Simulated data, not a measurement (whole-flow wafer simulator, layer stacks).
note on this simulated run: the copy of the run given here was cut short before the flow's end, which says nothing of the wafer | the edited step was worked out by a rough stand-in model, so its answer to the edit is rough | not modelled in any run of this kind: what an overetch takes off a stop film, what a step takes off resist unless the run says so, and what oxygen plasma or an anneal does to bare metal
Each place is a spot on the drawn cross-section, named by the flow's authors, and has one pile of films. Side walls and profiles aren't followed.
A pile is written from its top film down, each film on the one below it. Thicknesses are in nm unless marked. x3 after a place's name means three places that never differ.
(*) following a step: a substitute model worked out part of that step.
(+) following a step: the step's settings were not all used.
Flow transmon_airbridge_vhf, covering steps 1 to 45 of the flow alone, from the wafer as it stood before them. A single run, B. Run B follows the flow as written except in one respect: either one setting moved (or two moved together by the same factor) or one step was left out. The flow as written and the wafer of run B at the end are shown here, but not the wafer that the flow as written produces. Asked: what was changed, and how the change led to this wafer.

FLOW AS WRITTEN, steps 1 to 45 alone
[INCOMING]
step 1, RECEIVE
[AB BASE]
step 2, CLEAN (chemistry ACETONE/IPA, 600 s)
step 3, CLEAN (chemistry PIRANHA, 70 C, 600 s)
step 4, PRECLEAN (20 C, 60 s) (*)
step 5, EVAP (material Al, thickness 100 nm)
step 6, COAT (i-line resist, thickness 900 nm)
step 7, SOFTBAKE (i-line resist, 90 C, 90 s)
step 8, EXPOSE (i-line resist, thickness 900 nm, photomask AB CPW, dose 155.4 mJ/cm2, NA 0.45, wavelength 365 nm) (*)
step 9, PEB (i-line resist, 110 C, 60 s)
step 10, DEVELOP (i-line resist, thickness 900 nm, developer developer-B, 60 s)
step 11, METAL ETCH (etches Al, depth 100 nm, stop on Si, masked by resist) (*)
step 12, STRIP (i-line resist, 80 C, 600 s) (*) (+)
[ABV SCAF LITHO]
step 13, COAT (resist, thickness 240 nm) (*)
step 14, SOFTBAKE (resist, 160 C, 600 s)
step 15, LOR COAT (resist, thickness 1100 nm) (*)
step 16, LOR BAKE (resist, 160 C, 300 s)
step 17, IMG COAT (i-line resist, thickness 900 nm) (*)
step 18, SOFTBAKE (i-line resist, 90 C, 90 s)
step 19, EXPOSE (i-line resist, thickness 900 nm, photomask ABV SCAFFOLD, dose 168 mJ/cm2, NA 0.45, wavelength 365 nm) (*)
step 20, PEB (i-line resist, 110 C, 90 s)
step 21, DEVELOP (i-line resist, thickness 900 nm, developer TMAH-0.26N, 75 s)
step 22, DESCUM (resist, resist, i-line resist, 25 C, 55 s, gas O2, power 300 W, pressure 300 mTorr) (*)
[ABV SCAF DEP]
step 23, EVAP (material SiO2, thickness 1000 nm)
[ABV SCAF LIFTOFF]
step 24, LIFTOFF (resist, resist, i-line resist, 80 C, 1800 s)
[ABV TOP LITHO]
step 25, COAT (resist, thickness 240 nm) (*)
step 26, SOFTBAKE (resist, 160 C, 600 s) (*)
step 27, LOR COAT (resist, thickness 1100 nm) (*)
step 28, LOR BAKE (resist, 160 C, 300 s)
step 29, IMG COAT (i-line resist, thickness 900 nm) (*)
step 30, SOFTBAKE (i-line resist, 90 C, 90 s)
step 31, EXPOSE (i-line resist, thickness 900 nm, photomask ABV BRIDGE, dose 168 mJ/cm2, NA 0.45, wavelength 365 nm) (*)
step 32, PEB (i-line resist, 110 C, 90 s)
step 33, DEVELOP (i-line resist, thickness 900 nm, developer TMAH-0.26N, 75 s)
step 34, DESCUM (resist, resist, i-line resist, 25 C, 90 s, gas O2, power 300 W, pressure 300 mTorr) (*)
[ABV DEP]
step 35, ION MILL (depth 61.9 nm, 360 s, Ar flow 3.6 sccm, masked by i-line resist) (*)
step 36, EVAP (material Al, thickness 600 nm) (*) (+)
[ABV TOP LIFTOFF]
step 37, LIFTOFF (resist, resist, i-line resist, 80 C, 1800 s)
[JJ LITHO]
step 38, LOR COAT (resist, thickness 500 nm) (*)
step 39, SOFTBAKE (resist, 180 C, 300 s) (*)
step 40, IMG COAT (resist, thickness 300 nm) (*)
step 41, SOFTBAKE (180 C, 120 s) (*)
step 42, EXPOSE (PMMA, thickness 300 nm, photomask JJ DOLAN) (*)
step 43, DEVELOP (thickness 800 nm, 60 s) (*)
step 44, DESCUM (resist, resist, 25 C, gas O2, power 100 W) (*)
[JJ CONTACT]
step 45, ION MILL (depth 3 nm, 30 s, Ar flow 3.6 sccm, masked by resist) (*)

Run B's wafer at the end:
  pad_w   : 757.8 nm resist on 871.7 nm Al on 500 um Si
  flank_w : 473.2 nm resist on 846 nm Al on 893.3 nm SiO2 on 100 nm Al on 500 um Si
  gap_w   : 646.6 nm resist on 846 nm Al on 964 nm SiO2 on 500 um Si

The reason: step 36, EVAP: thickness 846 nm was run, though the flow has thickness 600 nm.
One can read it off the wafer: flank_w has Al 846, and step 36 as written asks for 600 nm.

Step by step, how the change led to this:
  step 36, EVAP (material Al, thickness 600 nm) (*) (+)
      field x3, jj_line, ground_far and 10 more: Al gains 846 (new film) (it would be, as written: Al gains 600 (new film))
      pad_w, pad_e: Al gains 833.6 (it would be, as written: Al gains 591.2)
  step 37, LIFTOFF (resist, resist, i-line resist, 80 C, 1800 s)
      field x3, jj_line, trace_open_s x2: Al loses 846 (all of it), i-line resist loses 600 (all of it), resist loses 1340 (all of it) (it would be, as written: Al loses 600 (all of it), i-line resist loses 600 (all of it), resist loses 1340 (all of it))
      margin_s, margin_n: Al loses 846 (all of it), i-line resist loses 318.3 (all of it), resist loses 992 (all of it) (it would be, as written: Al loses 600 (all of it), i-line resist loses 318.3 (all of it), resist loses 992 (all of it))
      (also at 1 further place)
  step 38, LOR COAT (resist, thickness 500 nm) (*)
      pad_w, pad_e: resist gains 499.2 (new film) (it would be, as written: resist gains 517 (new film))
      gap_w, gap_e: resist gains 440.9 (new film) (it would be, as written: resist gains 450.7 (new film))
      (also at 4 further places)
  step 40, IMG COAT (resist, thickness 300 nm) (*)
      pad_w, pad_e: resist gains 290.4 (it would be, as written: resist gains 300.1)
      flank_w, flank_e: resist gains 204 (it would be, as written: resist gains 212.1)
      (also at 4 further places)
